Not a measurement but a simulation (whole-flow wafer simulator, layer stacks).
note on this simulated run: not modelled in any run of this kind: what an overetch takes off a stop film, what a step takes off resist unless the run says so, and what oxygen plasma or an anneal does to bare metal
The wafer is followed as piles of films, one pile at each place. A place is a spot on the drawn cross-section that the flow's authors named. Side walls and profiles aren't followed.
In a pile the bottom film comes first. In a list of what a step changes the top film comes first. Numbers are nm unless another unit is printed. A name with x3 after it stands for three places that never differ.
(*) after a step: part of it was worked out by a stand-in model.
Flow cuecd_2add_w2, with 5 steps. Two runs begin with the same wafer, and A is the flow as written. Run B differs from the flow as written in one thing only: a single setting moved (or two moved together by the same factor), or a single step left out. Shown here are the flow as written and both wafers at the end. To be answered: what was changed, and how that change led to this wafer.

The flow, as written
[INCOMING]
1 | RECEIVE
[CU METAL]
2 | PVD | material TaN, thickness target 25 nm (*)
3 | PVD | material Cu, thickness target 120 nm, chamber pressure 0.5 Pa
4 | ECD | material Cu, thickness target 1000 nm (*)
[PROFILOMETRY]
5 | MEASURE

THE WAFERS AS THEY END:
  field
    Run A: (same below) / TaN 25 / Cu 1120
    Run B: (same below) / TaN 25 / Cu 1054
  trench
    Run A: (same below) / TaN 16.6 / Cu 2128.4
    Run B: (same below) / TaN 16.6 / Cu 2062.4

The reason: step 3, PVD: thickness target 54 nm was run, while the flow as written has thickness target 120 nm.

How this came from the change, step by step:
  3 | PVD | material Cu, thickness target 120 nm, chamber pressure 0.5 Pa
      field: A +120 Cu (new film) | B +54 Cu (new film)
      trench: A +80.8 Cu (new film) | B +36.5 Cu (new film)
